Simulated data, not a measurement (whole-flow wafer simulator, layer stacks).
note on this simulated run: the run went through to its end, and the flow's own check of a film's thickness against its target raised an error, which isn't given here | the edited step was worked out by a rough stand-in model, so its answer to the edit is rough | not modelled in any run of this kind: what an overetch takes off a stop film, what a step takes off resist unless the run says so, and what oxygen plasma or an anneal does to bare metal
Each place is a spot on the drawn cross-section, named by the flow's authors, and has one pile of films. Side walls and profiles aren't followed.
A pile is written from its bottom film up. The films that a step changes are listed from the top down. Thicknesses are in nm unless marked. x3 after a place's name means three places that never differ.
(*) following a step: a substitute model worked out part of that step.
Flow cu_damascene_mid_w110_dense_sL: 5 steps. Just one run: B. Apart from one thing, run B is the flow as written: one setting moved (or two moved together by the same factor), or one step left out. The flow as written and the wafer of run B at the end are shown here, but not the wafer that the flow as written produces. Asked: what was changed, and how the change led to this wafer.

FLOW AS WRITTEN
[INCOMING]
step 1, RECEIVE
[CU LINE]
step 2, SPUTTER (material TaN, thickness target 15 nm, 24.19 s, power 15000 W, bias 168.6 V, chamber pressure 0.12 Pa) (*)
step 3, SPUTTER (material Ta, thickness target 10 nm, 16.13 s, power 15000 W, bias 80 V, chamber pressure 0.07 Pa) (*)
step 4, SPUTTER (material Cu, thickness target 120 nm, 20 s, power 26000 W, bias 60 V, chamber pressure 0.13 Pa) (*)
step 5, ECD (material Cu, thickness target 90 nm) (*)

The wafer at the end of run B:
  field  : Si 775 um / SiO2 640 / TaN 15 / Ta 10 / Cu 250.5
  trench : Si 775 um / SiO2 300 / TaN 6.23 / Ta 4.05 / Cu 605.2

The reason: step 5, ECD: thickness target 130.5 nm was run, while the flow as written has thickness target 90 nm.

The path from the change to this, step by step:
  step 5, ECD (material Cu, thickness target 90 nm) (*)
      field: Cu gains 130.5 (as written it would have been: Cu gains 90)
      trench: Cu gains 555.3 (as written it would have been: Cu gains 514.8)
